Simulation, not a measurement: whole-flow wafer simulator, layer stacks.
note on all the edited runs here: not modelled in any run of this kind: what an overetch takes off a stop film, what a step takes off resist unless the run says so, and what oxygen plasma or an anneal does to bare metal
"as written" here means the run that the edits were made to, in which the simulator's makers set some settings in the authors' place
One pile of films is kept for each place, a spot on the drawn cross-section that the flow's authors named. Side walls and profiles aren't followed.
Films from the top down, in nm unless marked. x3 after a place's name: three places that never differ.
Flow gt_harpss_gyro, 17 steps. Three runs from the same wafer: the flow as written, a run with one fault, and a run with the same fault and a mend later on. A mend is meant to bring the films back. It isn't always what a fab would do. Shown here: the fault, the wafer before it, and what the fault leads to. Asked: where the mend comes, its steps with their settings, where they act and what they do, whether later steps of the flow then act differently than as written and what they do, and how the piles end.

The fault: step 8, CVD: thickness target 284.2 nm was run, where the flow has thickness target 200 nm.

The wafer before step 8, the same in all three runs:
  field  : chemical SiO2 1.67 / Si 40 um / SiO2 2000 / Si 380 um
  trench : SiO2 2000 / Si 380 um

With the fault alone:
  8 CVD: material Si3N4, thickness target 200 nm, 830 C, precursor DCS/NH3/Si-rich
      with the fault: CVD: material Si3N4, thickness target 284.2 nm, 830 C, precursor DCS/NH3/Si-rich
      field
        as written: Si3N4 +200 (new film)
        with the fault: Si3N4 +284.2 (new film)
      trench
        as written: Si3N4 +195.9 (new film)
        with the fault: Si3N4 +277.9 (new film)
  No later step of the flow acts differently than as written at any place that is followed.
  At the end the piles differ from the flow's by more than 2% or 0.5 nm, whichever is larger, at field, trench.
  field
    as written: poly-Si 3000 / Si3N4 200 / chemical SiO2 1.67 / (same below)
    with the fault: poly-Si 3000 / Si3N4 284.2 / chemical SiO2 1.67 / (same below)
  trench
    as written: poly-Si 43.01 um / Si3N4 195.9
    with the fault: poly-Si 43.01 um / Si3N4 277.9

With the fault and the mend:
  The mend comes after step 8.
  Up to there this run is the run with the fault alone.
  8a ETCH: chemistry h3po4, depth target 83.69 nm
      field, trench
        Si3N4 -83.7
  No later step of the flow acts differently than as written at any place that is followed.
  At the end the piles differ from the flow's only slightly at the places that both follow, by at most 2% or 0.5 nm, whichever is larger.
